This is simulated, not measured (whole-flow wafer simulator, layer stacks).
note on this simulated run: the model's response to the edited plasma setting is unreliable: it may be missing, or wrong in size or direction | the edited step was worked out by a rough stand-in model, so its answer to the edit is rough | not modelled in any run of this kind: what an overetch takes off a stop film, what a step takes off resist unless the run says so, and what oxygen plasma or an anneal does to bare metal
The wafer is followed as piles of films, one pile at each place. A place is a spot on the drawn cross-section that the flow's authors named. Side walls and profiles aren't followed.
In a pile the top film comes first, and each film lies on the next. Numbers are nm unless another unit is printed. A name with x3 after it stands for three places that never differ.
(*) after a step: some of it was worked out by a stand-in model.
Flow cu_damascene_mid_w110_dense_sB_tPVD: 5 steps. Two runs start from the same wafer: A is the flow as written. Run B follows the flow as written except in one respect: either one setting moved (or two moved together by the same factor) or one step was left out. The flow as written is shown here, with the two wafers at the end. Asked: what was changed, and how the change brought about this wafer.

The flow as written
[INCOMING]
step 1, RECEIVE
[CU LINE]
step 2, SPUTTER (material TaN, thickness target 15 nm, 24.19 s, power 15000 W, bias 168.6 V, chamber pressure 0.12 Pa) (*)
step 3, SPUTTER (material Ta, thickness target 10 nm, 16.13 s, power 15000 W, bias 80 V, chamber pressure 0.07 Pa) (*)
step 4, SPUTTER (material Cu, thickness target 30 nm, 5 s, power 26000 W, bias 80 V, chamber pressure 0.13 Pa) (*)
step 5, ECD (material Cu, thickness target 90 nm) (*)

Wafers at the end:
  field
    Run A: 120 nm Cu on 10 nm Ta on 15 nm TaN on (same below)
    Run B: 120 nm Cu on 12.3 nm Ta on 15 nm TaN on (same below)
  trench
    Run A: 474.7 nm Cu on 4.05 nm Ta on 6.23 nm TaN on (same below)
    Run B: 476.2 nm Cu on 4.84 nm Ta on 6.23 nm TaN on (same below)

Cause: step 3, SPUTTER: power 20290 W was run, though the flow has power 15000 W; step 3, SPUTTER: bias 108 V was run, where the flow has bias 80 V.

Step by step, how the change led to this:
  step 3, SPUTTER (material Ta, thickness target 10 nm, 16.13 s, power 15000 W, bias 80 V, chamber pressure 0.07 Pa) (*)
      field: A +10 Ta (new film) | B +12.3 Ta (new film)
      trench: A +4.05 Ta (new film) | B +4.84 Ta (new film)
